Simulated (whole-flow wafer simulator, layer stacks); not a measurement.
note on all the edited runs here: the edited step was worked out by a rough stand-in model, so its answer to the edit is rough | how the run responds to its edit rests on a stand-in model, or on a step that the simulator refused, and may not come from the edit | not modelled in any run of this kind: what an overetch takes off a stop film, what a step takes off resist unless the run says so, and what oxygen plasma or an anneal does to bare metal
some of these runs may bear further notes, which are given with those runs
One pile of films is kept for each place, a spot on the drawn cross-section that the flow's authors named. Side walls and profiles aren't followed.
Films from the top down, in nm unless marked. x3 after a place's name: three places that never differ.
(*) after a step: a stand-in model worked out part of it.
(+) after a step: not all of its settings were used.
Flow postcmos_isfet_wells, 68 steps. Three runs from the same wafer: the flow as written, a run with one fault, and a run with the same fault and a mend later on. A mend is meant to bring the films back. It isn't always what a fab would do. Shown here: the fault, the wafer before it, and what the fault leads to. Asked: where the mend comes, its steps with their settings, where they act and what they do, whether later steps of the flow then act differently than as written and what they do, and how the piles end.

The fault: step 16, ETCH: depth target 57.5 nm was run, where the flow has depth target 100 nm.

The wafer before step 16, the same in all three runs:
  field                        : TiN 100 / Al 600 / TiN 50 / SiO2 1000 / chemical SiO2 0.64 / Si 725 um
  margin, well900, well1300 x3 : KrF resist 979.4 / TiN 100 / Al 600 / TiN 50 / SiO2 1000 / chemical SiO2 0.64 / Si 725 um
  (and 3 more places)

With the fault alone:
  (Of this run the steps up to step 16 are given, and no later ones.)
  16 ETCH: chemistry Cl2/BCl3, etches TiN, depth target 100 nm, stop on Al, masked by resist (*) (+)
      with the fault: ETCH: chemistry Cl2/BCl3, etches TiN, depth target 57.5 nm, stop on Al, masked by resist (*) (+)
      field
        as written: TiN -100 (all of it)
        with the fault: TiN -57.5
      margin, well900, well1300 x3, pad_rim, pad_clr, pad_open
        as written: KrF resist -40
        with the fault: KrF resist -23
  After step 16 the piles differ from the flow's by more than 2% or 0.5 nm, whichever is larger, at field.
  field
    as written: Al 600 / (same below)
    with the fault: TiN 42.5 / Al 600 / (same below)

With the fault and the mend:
  The mend comes after step 16.
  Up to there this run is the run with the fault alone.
  16a ETCH: chemistry Cl2/BCl3, etches TiN, depth target 42.5 nm, stop on Al, masked by resist (the flow's step 16 once more, with other settings)
      margin, well900, well1300 x3, pad_rim, pad_clr, pad_open
        KrF resist -17
      field
        TiN -42.5 (all of it)
  No later step of the flow acts differently than as written at any place that is followed.
  At the end the piles are the same as the flow's at every place that both follow.
